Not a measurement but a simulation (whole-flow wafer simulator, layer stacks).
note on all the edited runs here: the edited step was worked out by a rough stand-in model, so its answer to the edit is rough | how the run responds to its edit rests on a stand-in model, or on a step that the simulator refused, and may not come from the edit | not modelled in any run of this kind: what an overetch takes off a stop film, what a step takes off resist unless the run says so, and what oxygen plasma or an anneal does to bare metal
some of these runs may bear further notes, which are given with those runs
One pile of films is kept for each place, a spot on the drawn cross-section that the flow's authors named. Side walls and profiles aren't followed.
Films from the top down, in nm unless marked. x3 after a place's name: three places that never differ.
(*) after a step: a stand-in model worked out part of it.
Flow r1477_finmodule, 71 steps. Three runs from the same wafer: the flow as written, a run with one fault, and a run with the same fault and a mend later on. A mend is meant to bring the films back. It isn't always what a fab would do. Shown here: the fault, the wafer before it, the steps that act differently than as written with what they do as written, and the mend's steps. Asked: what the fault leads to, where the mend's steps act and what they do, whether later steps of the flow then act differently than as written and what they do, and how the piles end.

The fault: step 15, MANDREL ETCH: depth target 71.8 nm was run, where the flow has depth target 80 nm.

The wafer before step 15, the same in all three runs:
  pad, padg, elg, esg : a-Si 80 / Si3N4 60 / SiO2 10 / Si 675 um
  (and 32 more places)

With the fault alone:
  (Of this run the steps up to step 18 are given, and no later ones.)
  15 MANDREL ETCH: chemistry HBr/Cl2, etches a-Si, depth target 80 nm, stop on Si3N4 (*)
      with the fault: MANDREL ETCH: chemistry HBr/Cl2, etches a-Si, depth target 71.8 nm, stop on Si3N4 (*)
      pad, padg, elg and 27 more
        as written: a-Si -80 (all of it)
        with the fault: a-Si -71.8
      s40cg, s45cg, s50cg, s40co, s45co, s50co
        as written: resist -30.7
        with the fault: resist -27.5
  Later steps of the flow that act differently than as written:
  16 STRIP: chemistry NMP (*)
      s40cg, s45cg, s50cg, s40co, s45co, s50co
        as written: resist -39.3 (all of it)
        with the fault: resist -42.5 (all of it)
  After step 18 the piles differ from the flow's by more than 2% or 0.5 nm, whichever is larger, at pad, padg, elg and 27 more.
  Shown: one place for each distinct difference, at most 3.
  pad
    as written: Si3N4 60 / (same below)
    with the fault: a-Si 8.2 / Si3N4 60 / (same below)

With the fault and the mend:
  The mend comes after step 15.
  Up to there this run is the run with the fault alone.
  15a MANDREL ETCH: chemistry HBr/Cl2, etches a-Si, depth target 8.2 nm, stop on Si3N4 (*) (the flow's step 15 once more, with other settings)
      pad, padg, elg and 27 more
        a-Si -8.2 (all of it)
      s40cg, s45cg, s50cg, s40co, s45co, s50co
        resist -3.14
  No later step of the flow acts differently than as written at any place that is followed.
  At the end the piles are the same as the flow's at every place that both follow.
